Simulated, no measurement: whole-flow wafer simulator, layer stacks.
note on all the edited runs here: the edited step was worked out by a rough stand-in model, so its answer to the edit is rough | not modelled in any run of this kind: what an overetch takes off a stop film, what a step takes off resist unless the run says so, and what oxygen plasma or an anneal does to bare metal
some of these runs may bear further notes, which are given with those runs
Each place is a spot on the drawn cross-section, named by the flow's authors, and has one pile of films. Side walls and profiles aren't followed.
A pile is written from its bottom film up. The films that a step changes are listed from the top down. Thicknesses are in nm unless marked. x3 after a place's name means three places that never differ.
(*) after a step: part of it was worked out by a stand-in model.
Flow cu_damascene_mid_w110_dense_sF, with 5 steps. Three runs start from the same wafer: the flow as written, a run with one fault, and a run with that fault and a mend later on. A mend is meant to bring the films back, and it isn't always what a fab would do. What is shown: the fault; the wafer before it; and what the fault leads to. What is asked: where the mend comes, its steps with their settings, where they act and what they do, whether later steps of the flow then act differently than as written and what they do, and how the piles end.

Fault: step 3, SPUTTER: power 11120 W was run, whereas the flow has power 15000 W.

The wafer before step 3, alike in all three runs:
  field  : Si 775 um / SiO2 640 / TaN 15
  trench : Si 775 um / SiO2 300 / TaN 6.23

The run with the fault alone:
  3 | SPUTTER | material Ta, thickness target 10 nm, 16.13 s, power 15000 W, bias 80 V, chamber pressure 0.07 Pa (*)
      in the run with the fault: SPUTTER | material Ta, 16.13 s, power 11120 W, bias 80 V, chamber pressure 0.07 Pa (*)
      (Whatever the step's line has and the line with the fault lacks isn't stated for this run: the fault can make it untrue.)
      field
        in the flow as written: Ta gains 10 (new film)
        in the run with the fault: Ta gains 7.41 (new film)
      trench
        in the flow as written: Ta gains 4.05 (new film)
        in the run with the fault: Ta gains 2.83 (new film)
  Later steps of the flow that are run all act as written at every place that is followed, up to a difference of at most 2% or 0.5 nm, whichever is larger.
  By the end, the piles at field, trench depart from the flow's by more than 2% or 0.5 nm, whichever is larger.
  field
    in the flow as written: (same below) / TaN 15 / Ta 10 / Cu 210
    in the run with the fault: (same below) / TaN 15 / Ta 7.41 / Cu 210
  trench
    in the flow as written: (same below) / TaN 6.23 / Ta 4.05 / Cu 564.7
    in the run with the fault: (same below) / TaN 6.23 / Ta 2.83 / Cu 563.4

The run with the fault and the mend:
  After step 3 comes the mend.
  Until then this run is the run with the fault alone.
  3a | SPUTTER | material Ta, 4.265 s, power 15000 W, bias 80 V, chamber pressure 0.07 Pa (*) (the flow's step 3 again, with other settings)
      field
        Ta gains 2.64
      trench
        Ta gains 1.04
  Later steps of the flow that are run all act as written at every place that is followed, up to a difference of at most 2% or 0.5 nm, whichever is larger.
  The piles end only slightly different from the flow's at the places that both follow, by no more than 2% or 0.5 nm, whichever is larger.
